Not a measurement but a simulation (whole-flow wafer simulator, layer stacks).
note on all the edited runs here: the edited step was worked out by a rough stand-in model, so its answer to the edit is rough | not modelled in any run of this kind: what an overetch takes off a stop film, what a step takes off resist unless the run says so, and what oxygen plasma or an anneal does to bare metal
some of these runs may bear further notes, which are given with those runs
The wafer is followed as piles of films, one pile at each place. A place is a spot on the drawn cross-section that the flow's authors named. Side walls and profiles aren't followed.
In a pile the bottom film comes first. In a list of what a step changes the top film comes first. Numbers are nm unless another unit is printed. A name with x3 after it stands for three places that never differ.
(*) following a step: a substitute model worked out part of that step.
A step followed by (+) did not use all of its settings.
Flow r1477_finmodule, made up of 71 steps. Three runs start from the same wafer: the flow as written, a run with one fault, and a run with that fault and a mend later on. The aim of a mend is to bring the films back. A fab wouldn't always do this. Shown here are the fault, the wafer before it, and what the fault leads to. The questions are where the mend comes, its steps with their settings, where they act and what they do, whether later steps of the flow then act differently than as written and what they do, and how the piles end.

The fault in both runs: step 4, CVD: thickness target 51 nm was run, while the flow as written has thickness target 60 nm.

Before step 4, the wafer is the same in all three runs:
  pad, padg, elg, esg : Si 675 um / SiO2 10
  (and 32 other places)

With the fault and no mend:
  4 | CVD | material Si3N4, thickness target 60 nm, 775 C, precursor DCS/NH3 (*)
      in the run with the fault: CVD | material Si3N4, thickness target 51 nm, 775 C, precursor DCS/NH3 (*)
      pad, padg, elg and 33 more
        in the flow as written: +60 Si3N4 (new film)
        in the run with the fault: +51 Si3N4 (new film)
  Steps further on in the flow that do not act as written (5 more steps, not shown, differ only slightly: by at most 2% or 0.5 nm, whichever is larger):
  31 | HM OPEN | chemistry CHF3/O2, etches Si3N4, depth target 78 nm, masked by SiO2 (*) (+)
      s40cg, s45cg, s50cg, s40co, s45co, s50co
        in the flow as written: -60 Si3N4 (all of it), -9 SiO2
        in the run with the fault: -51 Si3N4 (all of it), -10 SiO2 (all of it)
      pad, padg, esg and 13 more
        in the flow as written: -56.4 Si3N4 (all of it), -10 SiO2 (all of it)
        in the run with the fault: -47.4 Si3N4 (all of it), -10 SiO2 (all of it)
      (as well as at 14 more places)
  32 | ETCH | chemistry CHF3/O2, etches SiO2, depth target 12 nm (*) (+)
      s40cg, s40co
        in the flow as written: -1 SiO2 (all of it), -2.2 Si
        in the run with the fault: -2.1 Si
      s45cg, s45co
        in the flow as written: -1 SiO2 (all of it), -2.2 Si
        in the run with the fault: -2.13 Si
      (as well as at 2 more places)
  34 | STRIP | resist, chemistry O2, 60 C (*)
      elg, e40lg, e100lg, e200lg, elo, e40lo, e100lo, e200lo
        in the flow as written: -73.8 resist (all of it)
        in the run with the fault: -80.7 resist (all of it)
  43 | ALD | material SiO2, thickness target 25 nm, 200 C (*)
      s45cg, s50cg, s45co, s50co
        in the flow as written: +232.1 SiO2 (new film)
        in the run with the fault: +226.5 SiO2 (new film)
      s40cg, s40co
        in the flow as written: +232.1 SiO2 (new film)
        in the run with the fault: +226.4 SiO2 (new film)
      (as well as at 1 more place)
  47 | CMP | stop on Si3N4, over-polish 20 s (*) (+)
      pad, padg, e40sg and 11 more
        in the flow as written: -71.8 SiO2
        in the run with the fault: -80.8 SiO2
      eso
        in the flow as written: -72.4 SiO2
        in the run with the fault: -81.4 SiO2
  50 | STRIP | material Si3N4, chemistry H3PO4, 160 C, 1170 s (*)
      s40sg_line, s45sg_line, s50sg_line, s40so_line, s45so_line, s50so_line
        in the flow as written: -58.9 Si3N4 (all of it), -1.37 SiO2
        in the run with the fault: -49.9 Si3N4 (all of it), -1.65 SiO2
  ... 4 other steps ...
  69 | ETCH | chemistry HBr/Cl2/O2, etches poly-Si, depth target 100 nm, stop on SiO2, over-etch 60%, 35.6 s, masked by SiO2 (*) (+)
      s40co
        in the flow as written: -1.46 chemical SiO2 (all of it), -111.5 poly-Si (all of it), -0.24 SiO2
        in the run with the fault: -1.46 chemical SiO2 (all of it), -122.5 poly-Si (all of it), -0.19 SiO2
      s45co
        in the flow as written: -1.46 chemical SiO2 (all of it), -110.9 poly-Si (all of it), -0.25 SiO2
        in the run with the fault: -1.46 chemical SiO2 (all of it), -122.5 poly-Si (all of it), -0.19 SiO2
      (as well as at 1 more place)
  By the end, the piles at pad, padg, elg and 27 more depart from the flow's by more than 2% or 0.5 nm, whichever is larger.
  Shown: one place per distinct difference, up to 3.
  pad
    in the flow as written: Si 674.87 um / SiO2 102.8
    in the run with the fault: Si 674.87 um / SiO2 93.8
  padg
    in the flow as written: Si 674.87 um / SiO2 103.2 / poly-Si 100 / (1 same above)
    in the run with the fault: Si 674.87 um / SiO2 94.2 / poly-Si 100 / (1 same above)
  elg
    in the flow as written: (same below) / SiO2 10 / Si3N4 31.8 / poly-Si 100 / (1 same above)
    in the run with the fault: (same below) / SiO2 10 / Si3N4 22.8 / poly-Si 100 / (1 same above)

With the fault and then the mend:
  The mend follows step 5.
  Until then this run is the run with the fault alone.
  5a | CVD | material Si3N4, thickness target 9 nm, 775 C, precursor DCS/NH3 (*) (the flow's step 4, run once more with other settings)
      pad, padg, elg and 33 more
        +9 Si3N4
  None of the later steps of the flow acts differently than as written at any place that is followed.
  The piles end the same as the flow's at every place that both follow.
